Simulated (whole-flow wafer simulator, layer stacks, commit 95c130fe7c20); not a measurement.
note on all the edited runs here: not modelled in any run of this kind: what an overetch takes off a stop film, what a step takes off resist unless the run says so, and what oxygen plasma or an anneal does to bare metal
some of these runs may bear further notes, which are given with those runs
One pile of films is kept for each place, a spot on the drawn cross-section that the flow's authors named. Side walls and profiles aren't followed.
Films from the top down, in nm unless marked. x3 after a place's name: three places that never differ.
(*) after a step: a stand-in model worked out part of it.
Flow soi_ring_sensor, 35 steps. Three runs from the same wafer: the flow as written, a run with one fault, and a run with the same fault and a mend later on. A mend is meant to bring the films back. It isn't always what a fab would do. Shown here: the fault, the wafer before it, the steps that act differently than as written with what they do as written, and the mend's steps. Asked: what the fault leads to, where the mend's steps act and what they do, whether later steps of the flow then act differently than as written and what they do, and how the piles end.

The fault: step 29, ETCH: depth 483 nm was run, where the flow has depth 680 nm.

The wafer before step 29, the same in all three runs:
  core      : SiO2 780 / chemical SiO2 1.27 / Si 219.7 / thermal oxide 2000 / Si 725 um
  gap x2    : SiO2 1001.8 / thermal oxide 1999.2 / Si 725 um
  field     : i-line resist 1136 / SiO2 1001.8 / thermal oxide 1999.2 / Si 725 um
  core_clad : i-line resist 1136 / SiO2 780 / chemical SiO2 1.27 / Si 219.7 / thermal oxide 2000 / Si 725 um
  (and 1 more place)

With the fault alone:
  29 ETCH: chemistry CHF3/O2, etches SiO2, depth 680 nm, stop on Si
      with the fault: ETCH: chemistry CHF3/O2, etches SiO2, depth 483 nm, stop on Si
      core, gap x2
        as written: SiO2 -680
        with the fault: SiO2 -483
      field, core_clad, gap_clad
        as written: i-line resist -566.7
        with the fault: i-line resist -402.5
  Later steps of the flow that act differently than as written:
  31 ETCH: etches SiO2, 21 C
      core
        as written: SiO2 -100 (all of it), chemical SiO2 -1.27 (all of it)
        with the fault: SiO2 -297 (all of it), chemical SiO2 -1.27 (all of it)
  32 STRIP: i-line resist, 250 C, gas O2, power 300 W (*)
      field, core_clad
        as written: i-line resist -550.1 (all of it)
        with the fault: i-line resist -714.2 (all of it)
  At the end the piles differ from the flow's only slightly at the places that both follow, by at most 2% or 0.5 nm, whichever is larger.

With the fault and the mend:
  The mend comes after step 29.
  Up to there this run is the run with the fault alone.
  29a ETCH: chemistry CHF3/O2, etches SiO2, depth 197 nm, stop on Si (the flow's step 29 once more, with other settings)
      core, gap x2
        SiO2 -197
      field, core_clad, gap_clad
        i-line resist -164.2
  No later step of the flow acts differently than as written at any place that is followed.
  At the end the piles are the same as the flow's at every place that both follow.
